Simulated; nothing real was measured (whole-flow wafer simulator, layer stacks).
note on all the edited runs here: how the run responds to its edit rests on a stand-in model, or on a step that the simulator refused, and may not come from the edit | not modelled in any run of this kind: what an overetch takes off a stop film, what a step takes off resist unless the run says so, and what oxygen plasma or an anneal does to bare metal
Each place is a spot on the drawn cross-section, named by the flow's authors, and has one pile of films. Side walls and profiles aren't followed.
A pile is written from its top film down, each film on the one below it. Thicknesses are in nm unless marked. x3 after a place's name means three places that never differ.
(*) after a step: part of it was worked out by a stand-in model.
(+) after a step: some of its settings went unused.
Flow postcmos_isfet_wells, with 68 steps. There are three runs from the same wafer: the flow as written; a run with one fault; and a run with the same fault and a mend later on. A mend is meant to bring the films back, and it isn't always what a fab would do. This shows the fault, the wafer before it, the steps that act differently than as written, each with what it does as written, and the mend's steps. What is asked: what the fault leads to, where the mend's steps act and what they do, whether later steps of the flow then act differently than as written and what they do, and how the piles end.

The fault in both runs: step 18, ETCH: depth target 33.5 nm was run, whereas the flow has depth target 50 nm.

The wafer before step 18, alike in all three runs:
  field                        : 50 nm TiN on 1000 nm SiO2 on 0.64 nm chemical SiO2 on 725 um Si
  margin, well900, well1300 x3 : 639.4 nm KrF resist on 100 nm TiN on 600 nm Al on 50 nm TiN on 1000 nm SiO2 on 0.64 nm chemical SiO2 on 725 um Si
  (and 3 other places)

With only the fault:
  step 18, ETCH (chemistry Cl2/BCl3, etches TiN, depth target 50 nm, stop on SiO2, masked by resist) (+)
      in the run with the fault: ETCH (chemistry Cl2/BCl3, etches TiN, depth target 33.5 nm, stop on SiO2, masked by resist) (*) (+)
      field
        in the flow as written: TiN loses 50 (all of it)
        in the run with the fault: TiN loses 33.5
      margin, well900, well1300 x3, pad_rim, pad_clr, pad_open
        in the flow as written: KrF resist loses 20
        in the run with the fault: KrF resist loses 13.4
  Steps later in the flow that act otherwise than as written (not shown: 2 more steps that differ only slightly, by at most 2% or 0.5 nm, whichever is larger):
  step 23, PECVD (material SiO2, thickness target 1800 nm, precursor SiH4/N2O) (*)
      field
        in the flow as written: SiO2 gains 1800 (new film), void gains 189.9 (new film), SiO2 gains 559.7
        in the run with the fault: SiO2 gains 1800 (new film), void gains 177.8 (new film), SiO2 gains 555.7 (new film)
  At field, the piles at the end differ from the flow's by more than 2% or 0.5 nm, whichever is larger.
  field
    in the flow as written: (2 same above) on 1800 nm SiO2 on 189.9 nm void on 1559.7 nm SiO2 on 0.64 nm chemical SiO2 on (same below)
    in the run with the fault: (2 same above) on 1800 nm SiO2 on 177.8 nm void on 555.7 nm SiO2 on 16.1 nm TiN on 1000 nm SiO2 on 0.64 nm chemical SiO2 on (same below)

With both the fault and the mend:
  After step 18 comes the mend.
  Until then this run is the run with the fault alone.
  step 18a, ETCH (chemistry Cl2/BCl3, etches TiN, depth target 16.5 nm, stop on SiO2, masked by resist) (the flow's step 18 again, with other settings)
      margin, well900, well1300 x3, pad_rim, pad_clr, pad_open
        KrF resist loses 6.6
      field
        TiN loses 16.5 (all of it)
  Later steps of the flow that are run all act as written at every place that is followed.
  By the end, the piles equal the flow's at every place that both follow.
